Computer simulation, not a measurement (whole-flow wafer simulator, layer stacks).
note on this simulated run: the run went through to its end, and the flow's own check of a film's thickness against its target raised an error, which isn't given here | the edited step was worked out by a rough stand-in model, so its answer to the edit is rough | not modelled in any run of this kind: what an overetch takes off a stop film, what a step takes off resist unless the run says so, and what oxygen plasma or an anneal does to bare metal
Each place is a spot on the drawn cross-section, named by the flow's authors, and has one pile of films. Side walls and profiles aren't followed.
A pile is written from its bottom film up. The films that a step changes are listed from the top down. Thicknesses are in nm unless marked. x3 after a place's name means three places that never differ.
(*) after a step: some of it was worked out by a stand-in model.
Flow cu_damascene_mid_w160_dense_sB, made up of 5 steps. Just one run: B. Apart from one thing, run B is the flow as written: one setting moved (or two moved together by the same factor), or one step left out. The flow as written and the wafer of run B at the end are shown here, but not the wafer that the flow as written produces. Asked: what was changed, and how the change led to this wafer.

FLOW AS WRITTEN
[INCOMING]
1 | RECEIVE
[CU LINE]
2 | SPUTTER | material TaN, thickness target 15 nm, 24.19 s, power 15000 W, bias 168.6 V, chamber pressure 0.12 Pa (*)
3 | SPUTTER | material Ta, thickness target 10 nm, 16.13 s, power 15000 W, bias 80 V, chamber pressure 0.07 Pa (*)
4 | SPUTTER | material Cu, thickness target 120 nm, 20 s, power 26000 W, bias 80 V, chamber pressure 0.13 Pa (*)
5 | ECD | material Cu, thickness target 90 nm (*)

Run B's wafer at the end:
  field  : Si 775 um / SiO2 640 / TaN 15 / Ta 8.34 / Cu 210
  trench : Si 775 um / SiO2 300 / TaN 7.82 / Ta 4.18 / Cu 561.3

What caused this: step 3, SPUTTER: power 12510 W was run, though the flow has power 15000 W.

The path from the change to this, step by step:
  3 | SPUTTER | material Ta, thickness target 10 nm, 16.13 s, power 15000 W, bias 80 V, chamber pressure 0.07 Pa (*)
      field: +8.34 Ta (new film) (as written it would have been: +10 Ta (new film))
      trench: +4.18 Ta (new film) (as written it would have been: +5.14 Ta (new film))
